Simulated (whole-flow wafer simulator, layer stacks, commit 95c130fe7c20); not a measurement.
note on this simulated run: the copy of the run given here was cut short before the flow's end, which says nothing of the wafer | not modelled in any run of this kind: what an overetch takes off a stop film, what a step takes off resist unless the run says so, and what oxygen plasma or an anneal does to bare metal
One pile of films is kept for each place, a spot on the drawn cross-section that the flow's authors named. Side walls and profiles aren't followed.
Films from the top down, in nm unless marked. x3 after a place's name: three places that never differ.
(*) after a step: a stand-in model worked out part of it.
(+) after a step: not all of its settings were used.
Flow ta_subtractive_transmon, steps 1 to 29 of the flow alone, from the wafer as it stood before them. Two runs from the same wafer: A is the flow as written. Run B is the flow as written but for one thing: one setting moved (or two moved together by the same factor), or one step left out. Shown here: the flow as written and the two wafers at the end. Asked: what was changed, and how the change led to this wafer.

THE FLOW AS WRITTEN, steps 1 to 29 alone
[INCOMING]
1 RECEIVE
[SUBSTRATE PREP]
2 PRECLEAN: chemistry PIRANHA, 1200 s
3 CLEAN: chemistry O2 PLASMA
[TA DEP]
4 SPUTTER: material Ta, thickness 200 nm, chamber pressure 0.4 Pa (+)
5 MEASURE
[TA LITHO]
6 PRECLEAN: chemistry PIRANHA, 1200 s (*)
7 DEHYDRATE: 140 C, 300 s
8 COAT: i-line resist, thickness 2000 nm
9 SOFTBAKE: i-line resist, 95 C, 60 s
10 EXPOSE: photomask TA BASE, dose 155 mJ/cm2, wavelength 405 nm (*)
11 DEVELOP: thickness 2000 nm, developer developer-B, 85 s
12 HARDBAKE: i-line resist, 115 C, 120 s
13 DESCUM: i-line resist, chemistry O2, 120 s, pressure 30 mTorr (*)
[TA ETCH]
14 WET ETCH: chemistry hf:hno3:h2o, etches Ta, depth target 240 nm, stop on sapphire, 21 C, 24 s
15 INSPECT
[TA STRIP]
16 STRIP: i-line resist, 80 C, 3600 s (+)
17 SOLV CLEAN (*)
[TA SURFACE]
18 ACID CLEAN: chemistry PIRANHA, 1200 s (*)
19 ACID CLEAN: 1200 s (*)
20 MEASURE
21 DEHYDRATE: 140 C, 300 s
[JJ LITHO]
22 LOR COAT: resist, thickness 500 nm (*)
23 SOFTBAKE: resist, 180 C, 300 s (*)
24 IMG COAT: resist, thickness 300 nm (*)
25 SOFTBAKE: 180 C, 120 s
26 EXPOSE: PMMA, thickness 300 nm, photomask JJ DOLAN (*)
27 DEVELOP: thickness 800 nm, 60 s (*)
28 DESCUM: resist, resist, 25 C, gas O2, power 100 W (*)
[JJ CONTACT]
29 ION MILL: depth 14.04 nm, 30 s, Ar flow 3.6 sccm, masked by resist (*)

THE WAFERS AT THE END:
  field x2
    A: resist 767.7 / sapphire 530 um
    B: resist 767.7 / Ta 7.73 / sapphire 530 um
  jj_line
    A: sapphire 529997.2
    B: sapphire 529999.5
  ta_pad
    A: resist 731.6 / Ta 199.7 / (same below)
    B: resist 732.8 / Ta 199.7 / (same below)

The cause: step 14, WET ETCH: depth target 192 nm was run, where the flow has depth target 240 nm; step 14, WET ETCH: 19.2 s was run, where the flow has 24 s.

How the change led to this, step by step:
  14 WET ETCH: chemistry hf:hno3:h2o, etches Ta, depth target 240 nm, stop on sapphire, 21 C, 24 s
      field x2, jj_line, lead: A Ta -200 (all of it) | B Ta -192
  29 ION MILL: depth 14.04 nm, 30 s, Ar flow 3.6 sccm, masked by resist (*)
      jj_line, lead: A sapphire -2.8 | B Ta -7.73 (all of it), sapphire -0.51
Counting metal films that touch as one body, field x2 has 1 body; the flow as written gives 0 bodies.
